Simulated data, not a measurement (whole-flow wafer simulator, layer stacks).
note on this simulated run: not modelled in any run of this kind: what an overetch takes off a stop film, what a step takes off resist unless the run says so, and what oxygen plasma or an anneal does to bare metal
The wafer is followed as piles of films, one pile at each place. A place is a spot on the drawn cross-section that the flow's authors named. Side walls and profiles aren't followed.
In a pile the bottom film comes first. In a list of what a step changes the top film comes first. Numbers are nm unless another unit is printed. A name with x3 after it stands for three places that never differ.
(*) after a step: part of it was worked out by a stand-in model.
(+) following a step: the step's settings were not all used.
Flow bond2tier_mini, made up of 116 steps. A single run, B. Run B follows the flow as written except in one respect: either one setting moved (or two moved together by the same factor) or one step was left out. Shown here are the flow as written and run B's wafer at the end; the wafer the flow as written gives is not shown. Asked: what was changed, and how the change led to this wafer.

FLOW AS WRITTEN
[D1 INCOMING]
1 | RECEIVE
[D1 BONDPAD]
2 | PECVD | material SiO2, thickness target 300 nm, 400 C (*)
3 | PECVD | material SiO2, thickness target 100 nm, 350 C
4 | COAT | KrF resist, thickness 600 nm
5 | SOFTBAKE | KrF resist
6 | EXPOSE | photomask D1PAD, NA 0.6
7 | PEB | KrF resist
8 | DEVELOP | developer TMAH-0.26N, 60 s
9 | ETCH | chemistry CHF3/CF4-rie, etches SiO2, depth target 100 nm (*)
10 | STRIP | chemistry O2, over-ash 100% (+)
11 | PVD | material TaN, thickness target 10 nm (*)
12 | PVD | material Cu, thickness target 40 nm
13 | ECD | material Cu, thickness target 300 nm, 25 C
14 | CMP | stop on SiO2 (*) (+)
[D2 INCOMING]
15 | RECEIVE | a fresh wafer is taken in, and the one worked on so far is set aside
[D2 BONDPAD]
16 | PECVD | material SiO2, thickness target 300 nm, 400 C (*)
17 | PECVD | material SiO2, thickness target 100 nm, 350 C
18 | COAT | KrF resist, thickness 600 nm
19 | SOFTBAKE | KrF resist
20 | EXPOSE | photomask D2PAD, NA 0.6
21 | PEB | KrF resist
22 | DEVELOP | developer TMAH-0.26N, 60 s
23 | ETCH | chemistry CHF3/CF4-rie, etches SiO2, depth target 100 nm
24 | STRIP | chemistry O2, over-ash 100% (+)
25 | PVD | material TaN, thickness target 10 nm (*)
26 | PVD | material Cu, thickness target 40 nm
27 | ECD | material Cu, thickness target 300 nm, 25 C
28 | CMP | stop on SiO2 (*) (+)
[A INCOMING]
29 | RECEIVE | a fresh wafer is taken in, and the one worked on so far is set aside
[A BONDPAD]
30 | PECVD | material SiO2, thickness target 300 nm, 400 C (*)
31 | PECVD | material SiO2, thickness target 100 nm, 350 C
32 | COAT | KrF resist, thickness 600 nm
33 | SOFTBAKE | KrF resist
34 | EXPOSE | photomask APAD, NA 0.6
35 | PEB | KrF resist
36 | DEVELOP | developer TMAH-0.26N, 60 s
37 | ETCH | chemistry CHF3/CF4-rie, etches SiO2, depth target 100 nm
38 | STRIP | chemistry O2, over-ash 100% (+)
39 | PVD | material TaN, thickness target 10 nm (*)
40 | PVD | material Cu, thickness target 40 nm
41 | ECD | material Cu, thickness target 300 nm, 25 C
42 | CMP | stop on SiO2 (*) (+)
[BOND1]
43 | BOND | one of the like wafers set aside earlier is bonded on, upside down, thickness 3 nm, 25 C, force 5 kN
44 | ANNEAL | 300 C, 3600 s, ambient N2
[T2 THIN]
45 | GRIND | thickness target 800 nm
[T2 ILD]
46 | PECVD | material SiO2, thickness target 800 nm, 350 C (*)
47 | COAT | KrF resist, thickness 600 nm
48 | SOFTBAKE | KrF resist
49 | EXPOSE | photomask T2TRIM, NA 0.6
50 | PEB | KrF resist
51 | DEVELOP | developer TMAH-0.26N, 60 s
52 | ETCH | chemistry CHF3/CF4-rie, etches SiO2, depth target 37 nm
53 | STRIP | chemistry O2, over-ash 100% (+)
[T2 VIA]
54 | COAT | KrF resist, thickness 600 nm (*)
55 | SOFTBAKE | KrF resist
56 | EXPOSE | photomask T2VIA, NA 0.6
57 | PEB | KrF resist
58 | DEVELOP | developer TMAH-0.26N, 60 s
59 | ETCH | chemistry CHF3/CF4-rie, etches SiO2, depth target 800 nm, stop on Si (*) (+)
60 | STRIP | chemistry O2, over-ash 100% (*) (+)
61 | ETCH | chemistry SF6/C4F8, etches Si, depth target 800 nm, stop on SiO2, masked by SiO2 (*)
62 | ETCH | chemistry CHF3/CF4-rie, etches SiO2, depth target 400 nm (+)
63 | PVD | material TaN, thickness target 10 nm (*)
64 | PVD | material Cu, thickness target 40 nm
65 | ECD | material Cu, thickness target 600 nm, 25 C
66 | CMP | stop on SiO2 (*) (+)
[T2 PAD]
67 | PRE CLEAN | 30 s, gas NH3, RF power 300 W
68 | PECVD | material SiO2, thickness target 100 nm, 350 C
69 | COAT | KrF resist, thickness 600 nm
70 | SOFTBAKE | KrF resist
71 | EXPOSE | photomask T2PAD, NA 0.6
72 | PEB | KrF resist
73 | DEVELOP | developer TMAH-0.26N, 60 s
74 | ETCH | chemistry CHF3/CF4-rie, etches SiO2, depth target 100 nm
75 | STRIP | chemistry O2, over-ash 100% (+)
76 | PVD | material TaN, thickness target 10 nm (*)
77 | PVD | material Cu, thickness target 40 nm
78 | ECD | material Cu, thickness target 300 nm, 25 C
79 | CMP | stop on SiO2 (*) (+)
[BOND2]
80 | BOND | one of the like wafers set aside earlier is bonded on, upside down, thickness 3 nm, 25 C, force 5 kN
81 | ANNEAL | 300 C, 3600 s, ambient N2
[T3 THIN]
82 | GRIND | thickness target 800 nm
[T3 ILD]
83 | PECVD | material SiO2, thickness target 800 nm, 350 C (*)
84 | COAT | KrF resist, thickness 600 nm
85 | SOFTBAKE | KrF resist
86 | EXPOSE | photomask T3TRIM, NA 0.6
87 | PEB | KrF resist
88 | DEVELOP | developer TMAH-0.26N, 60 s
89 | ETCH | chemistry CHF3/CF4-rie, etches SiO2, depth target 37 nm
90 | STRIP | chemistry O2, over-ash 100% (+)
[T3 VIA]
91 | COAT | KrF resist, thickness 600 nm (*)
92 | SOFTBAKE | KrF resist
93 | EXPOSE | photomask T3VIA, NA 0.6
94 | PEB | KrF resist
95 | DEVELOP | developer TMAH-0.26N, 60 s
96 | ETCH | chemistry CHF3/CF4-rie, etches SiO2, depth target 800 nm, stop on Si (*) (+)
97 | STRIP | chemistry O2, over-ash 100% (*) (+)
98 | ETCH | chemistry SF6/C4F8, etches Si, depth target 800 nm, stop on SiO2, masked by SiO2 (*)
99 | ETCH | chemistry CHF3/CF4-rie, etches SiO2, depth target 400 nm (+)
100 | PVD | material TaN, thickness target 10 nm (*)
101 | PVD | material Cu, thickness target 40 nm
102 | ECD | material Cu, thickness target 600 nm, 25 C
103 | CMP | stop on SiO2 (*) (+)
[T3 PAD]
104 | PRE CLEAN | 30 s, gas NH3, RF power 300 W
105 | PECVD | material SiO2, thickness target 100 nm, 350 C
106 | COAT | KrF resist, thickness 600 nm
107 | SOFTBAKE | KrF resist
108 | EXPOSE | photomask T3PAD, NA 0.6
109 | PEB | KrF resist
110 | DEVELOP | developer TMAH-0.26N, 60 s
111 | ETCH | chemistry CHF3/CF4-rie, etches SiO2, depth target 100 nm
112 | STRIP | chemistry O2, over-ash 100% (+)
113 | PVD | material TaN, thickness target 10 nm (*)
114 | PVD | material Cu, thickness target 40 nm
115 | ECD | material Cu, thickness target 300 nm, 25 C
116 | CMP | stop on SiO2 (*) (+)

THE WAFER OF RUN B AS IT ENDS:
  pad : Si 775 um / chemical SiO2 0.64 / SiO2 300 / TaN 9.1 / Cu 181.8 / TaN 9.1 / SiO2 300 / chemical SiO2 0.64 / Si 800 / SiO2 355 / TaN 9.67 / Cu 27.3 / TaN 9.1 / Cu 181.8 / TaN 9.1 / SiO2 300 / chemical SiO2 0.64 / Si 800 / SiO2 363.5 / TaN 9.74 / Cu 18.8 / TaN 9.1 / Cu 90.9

The reason: step 89, ETCH: depth target 28.5 nm was run, whereas the flow has depth target 37 nm.

How this came from the change, step by step:
  89 | ETCH | chemistry CHF3/CF4-rie, etches SiO2, depth target 37 nm
      field: -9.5 KrF resist (it would be, as written: -12.3 KrF resist)
      pad: -28.5 SiO2 (it would be, as written: -37 SiO2)
